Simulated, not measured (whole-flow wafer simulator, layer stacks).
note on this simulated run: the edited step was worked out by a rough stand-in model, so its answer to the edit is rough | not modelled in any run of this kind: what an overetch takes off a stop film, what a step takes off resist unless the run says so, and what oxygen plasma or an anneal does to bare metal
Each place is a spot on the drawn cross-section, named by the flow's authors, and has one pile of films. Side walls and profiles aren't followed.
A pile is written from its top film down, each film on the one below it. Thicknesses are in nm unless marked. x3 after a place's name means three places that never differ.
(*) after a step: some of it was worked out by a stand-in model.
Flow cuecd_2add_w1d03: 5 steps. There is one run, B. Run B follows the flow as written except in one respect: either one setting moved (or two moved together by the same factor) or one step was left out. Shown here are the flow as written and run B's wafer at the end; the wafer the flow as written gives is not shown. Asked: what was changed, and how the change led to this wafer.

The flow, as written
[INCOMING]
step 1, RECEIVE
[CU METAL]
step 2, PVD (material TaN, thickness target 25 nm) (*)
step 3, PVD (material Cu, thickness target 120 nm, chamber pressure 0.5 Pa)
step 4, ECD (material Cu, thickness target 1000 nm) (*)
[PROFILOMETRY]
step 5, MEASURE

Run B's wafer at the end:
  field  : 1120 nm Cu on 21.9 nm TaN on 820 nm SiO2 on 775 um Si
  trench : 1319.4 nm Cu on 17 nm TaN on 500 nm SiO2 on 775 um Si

The reason: step 2, PVD: thickness target 21.9 nm was run, whereas the flow has thickness target 25 nm.
The wafer itself shows it: field has TaN 21.9, and step 2 as written asks for 25 nm.

How this came from the change, step by step:
  step 2, PVD (material TaN, thickness target 25 nm) (*)
      field: +21.9 TaN (new film) (it would be, as written: +25 TaN (new film))
      trench: +17 TaN (new film) (it would be, as written: +19.4 TaN (new film))
